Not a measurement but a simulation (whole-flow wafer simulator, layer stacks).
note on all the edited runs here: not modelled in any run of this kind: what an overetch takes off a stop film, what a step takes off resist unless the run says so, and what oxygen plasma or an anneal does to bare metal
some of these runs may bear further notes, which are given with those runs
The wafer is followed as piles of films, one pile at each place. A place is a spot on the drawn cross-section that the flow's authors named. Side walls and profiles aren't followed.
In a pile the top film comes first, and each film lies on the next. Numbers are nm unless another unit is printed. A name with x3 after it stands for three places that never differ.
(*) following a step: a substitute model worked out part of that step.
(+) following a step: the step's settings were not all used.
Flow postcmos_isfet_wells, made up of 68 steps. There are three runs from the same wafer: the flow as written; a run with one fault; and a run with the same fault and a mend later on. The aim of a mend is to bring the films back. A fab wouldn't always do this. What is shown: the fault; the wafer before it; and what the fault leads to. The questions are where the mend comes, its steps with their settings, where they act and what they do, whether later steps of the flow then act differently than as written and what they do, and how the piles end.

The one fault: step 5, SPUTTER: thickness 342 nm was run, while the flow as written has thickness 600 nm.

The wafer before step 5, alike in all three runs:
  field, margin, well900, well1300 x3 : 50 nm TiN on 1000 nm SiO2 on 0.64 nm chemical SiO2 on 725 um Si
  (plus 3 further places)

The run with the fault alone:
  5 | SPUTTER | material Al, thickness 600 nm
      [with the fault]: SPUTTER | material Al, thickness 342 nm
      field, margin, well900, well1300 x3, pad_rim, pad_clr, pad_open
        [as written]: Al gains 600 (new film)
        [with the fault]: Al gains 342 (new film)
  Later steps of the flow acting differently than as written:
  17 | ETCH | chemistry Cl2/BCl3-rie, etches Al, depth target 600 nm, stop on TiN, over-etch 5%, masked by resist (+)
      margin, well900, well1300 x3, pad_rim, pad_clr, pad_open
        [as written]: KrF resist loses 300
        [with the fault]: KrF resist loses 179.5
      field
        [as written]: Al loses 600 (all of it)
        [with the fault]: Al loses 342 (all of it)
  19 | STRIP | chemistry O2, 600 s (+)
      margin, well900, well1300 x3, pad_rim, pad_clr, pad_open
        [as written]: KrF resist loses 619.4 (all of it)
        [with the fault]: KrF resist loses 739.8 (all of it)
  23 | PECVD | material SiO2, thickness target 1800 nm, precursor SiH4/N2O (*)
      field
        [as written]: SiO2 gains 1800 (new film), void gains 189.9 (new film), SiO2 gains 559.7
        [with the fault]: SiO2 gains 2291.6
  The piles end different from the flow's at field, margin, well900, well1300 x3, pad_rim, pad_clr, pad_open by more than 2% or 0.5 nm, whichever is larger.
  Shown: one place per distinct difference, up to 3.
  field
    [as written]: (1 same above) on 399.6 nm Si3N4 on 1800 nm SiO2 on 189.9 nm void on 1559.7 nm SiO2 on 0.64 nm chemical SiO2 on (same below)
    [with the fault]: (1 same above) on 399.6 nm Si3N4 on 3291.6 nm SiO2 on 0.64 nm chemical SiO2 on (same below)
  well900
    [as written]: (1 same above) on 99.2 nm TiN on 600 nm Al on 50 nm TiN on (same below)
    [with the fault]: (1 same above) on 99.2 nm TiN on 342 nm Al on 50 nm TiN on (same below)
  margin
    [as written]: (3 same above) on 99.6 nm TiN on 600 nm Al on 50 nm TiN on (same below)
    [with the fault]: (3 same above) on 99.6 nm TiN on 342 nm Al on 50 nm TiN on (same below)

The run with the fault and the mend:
  After step 5 comes the mend.
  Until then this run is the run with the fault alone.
  5a | SPUTTER | material Al, thickness 258 nm (the flow's step 5 again, with other settings)
      field, margin, well900, well1300 x3, pad_rim, pad_clr, pad_open
        Al gains 258
  None of the later steps of the flow acts differently than as written at any place that is followed.
  The piles end the same as the flow's at every place that both follow.
